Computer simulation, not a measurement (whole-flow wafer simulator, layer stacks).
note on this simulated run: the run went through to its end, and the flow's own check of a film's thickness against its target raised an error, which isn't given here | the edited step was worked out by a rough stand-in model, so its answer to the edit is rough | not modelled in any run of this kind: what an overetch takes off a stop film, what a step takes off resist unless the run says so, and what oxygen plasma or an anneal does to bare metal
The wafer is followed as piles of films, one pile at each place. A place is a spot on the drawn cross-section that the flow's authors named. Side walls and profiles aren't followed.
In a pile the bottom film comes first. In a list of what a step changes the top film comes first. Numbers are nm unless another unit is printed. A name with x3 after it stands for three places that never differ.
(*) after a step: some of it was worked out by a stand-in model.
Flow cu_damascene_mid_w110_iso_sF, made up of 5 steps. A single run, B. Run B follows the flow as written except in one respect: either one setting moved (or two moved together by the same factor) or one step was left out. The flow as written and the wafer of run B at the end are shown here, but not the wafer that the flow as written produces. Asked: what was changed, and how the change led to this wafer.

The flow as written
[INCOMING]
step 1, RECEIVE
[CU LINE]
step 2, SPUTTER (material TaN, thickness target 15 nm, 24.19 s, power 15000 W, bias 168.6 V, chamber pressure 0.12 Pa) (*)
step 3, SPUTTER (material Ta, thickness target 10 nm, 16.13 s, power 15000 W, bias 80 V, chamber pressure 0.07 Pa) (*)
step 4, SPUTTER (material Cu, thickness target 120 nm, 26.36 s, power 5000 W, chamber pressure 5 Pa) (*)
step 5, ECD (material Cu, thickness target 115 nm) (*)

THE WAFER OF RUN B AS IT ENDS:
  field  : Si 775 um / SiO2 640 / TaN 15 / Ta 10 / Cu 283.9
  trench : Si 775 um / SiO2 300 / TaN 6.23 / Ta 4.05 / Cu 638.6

Cause: step 5, ECD: thickness target 163.9 nm was run, while the flow as written has thickness target 115 nm.

How this came from the change, step by step:
  step 5, ECD (material Cu, thickness target 115 nm) (*)
      field: Cu gains 163.9 (as written it would have been: Cu gains 115)
      trench: Cu gains 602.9 (as written it would have been: Cu gains 554)
